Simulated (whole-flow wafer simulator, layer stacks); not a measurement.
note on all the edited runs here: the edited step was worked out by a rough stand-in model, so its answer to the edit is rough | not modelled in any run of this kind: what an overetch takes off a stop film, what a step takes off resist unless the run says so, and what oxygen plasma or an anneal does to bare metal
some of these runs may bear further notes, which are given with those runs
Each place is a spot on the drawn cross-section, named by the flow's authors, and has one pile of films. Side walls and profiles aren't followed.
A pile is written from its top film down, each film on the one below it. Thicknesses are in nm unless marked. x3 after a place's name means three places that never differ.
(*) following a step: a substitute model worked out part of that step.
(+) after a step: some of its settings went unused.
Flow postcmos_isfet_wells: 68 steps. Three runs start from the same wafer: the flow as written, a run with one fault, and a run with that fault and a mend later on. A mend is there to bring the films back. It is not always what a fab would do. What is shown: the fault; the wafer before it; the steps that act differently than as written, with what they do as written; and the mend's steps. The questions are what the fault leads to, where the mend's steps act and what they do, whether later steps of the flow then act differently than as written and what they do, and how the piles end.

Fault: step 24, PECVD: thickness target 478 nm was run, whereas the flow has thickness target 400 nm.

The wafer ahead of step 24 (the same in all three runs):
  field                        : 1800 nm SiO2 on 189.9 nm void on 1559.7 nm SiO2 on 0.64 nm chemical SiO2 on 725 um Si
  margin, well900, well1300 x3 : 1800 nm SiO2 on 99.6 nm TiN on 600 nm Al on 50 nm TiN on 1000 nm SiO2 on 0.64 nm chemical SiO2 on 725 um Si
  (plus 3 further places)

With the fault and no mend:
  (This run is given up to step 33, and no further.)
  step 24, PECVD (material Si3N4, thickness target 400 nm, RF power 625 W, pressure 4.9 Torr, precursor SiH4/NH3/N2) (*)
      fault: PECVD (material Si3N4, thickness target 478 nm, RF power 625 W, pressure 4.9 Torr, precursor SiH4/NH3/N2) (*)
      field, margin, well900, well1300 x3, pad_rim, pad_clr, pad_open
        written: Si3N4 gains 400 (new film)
        fault: Si3N4 gains 478 (new film)
  Steps later in the flow that act otherwise than as written:
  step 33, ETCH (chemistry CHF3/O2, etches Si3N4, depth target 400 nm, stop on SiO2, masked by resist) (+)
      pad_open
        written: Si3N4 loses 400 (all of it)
        fault: Si3N4 loses 400
  Once step 33 is done, the piles at field, margin, well900, well1300 x3, pad_rim, pad_clr, pad_open depart from the flow's by more than 2% or 0.5 nm, whichever is larger.
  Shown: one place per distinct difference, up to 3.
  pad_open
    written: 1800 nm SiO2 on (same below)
    fault: 78 nm Si3N4 on 1800 nm SiO2 on (same below)
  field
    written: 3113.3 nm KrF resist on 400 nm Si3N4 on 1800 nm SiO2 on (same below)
    fault: 3113.3 nm KrF resist on 478 nm Si3N4 on 1800 nm SiO2 on (same below)

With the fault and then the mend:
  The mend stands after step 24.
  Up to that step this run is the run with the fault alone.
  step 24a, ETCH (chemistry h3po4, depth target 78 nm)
      field, margin, well900, well1300 x3, pad_rim, pad_clr, pad_open
        Si3N4 loses 78
  Later steps of the flow that are run all act as written at every place that is followed.
  At every place that both follow, the piles at the end match the flow's.
